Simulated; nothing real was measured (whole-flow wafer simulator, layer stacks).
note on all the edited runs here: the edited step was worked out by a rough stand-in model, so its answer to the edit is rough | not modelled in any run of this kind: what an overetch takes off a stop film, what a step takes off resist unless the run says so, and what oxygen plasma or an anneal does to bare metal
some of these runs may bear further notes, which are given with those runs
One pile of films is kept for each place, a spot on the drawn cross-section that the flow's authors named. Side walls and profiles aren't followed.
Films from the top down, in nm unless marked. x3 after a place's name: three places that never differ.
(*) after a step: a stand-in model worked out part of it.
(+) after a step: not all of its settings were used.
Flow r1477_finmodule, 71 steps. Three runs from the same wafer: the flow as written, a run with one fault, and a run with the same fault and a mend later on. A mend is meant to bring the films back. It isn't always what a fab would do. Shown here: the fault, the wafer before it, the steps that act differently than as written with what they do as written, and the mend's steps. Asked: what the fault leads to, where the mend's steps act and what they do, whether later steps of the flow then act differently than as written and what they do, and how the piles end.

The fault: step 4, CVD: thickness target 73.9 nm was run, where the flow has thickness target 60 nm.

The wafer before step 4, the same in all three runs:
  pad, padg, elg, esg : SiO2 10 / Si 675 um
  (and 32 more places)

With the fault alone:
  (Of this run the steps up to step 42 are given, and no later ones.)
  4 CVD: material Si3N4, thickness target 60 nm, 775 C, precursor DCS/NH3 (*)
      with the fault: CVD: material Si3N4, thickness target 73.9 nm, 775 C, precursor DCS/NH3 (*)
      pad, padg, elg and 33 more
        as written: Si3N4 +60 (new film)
        with the fault: Si3N4 +73.9 (new film)
  Later steps of the flow that act differently than as written:
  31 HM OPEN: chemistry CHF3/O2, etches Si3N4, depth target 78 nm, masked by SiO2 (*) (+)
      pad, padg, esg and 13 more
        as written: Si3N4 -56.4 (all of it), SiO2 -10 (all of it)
        with the fault: Si3N4 -70.3 (all of it), SiO2 -3.86
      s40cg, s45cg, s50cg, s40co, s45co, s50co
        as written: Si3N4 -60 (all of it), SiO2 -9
        with the fault: Si3N4 -73.9 (all of it), SiO2 -2.05
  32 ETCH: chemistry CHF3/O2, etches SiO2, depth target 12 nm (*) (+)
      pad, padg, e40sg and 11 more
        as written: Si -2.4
        with the fault: SiO2 -6.14 (all of it), Si -1.17
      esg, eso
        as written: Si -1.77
        with the fault: SiO2 -6.14 (all of it), Si -1.17
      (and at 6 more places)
  After step 42 the piles differ from the flow's by more than 2% or 0.5 nm, whichever is larger, at elg, e40lg, e100lg and 11 more.
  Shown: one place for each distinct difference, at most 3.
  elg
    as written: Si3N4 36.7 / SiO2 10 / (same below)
    with the fault: Si3N4 50.6 / SiO2 10 / (same below)
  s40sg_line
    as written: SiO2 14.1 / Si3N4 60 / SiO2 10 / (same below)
    with the fault: SiO2 14.1 / Si3N4 73.9 / SiO2 10 / (same below)

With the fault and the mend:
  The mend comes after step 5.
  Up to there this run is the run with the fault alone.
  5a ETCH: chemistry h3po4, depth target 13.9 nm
      pad, padg, elg and 33 more
        Si3N4 -13.9
  No later step of the flow acts differently than as written at any place that is followed.
  At the end the piles are the same as the flow's at every place that both follow.
